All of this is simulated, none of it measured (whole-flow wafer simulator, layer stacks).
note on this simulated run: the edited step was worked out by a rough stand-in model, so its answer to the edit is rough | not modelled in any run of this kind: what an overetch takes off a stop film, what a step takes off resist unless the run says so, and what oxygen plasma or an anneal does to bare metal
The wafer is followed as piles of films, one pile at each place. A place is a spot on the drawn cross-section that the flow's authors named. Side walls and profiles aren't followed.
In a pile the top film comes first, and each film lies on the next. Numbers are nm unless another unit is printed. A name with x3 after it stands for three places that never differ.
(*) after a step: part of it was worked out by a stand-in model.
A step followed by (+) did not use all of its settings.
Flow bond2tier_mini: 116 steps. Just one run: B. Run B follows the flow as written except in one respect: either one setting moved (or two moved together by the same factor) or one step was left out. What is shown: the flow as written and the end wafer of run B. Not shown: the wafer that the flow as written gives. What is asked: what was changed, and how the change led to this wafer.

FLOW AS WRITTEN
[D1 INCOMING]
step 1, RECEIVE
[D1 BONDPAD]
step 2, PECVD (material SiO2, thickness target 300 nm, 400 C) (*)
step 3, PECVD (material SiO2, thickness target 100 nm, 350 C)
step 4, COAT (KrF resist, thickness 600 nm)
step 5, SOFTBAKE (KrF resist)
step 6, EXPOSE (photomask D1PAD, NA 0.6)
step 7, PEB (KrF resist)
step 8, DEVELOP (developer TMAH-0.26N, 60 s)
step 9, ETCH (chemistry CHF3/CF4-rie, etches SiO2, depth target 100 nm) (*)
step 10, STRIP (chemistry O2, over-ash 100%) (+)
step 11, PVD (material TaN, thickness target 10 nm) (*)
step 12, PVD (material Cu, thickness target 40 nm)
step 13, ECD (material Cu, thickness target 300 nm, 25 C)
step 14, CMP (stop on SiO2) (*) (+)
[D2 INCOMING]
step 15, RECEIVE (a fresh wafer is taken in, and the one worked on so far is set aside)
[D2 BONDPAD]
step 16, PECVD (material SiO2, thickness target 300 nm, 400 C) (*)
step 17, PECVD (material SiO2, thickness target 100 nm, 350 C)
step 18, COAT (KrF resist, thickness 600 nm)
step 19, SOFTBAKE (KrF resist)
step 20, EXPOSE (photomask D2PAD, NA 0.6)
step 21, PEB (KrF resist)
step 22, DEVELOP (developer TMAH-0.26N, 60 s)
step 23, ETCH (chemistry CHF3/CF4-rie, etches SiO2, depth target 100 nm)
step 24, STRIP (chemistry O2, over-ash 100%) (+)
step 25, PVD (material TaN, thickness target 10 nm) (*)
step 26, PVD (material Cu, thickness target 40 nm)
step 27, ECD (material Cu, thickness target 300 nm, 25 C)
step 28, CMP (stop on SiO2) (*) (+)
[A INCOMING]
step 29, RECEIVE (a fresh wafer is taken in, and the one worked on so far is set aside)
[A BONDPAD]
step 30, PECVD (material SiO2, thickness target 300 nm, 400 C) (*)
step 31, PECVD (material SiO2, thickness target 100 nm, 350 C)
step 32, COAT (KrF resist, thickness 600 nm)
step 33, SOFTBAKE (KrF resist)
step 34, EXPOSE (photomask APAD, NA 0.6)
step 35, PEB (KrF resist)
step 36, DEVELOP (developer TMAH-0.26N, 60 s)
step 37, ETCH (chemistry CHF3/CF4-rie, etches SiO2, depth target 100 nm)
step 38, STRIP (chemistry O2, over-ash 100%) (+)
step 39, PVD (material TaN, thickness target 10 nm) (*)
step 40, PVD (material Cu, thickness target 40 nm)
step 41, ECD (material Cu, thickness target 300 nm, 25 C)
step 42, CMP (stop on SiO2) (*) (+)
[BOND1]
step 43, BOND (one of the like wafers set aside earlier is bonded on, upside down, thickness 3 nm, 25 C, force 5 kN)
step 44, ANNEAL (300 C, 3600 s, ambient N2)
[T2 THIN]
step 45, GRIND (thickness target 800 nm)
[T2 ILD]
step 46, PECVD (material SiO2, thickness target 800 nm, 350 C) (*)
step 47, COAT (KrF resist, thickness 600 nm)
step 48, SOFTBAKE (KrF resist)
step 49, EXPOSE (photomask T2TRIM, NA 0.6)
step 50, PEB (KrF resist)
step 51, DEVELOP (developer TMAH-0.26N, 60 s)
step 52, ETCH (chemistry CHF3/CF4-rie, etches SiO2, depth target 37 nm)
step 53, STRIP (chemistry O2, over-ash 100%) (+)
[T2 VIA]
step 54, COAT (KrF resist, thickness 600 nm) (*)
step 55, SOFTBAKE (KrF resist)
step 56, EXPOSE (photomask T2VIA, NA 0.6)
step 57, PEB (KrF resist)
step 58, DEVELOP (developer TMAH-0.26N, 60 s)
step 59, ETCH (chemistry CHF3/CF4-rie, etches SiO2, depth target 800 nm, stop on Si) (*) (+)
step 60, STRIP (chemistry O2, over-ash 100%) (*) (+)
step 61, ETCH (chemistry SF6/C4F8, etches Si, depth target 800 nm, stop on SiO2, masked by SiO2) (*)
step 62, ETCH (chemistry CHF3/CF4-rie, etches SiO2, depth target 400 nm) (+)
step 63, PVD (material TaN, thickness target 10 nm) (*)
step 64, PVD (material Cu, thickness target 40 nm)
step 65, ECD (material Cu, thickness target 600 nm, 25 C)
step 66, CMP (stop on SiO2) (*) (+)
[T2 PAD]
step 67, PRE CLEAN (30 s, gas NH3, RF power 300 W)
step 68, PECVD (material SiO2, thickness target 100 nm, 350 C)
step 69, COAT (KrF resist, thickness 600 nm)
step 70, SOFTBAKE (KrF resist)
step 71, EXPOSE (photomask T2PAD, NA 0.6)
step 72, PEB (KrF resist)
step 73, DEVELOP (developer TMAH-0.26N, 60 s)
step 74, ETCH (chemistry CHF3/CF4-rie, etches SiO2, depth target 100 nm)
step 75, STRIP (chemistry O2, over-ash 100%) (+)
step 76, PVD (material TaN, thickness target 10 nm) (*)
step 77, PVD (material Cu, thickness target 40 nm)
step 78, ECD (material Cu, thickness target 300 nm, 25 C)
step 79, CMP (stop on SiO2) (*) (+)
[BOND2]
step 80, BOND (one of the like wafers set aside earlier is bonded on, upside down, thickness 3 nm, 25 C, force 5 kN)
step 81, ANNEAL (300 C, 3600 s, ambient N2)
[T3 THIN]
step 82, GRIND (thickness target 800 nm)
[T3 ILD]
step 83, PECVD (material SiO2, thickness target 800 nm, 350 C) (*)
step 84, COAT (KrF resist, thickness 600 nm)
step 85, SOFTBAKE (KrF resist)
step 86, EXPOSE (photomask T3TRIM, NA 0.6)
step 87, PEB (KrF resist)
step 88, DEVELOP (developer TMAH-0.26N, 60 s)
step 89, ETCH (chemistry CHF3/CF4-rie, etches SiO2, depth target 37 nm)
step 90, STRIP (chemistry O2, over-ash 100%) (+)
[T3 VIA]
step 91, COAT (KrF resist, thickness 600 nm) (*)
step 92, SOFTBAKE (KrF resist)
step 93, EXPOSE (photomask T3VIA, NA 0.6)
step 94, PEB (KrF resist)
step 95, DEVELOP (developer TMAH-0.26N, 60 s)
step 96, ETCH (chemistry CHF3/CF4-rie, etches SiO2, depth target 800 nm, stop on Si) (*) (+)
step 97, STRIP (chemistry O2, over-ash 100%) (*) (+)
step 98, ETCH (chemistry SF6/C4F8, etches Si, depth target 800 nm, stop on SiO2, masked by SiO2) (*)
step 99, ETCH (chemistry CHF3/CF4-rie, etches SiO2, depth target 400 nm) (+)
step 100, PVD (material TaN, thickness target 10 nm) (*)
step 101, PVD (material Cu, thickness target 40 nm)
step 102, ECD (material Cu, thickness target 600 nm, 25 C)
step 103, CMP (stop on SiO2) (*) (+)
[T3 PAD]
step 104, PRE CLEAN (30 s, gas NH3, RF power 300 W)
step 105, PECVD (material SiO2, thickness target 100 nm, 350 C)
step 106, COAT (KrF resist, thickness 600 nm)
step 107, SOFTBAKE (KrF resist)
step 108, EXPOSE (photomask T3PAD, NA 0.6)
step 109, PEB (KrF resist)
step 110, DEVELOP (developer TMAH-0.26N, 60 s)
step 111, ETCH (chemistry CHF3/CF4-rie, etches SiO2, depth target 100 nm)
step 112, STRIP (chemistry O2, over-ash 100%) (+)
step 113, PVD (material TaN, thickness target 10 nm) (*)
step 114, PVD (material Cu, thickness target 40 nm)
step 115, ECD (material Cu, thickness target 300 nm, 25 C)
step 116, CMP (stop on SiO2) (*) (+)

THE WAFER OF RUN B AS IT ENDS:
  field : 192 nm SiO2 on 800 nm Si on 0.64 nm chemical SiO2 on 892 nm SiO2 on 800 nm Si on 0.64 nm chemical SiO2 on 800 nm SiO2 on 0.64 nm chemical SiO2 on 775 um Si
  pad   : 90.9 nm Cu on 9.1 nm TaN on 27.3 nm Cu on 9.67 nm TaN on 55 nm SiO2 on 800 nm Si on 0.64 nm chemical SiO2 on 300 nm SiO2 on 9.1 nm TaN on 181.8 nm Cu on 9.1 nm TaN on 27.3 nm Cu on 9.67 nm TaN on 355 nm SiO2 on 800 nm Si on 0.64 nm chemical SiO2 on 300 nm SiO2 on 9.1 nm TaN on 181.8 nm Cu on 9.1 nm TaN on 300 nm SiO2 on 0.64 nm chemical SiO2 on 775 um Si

Cause: step 83, PECVD: thickness target 500 nm was run, whereas the flow has thickness target 800 nm.

How this came from the change, step by step:
  step 83, PECVD (material SiO2, thickness target 800 nm, 350 C) (*)
      field, pad: +500 SiO2 (new film) (in the flow as written it would be: +800 SiO2 (new film))
  step 96, ETCH (chemistry CHF3/CF4-rie, etches SiO2, depth target 800 nm, stop on Si) (*) (+)
      field, pad: -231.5 KrF resist (in the flow as written it would be: -266.7 KrF resist)
  step 97, STRIP (chemistry O2, over-ash 100%) (*) (+)
      field: -339.1 KrF resist (all of it) (in the flow as written it would be: -303.9 KrF resist (all of it))
      pad: -371.1 KrF resist (all of it) (in the flow as written it would be: -336 KrF resist (all of it))
